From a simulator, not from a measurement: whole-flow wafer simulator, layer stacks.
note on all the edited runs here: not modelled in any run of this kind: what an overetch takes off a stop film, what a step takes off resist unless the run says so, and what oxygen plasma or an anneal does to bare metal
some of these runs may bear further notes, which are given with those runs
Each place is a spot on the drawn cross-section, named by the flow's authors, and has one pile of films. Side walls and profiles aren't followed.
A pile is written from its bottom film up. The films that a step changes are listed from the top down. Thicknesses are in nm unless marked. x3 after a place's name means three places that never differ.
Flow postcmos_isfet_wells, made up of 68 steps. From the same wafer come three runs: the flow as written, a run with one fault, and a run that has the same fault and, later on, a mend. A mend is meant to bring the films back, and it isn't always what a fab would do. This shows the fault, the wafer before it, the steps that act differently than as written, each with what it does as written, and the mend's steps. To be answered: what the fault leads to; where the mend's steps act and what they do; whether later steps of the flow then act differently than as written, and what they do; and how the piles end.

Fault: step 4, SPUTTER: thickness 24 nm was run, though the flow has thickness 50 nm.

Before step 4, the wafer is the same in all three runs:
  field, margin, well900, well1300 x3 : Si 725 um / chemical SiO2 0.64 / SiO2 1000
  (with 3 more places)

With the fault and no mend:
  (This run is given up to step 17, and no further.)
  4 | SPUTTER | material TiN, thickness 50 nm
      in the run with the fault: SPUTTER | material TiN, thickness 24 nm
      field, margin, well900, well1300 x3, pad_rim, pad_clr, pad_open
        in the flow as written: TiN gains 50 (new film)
        in the run with the fault: TiN gains 24 (new film)
  Every later step of the flow up to step 17 that is run acts as written at every place that is followed.
  After step 17, at field, margin, well900, well1300 x3, pad_rim, pad_clr, pad_open, the piles differ from the flow's by more than 2% or 0.5 nm, whichever is larger.
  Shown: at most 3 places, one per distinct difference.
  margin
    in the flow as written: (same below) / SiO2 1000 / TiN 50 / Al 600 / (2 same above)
    in the run with the fault: (same below) / SiO2 1000 / TiN 24 / Al 600 / (2 same above)
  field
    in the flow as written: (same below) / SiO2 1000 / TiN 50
    in the run with the fault: (same below) / SiO2 1000 / TiN 24

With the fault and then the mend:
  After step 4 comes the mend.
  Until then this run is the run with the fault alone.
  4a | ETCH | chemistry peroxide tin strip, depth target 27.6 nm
      field, margin, well900, well1300 x3, pad_rim, pad_clr, pad_open
        TiN loses 24 (all of it)
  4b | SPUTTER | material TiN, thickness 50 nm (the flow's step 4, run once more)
      field, margin, well900, well1300 x3, pad_rim, pad_clr, pad_open
        TiN gains 50 (new film)
  Every later step of the flow that is run acts as written at every place that is followed.
  At every place that both follow, the piles at the end match the flow's.
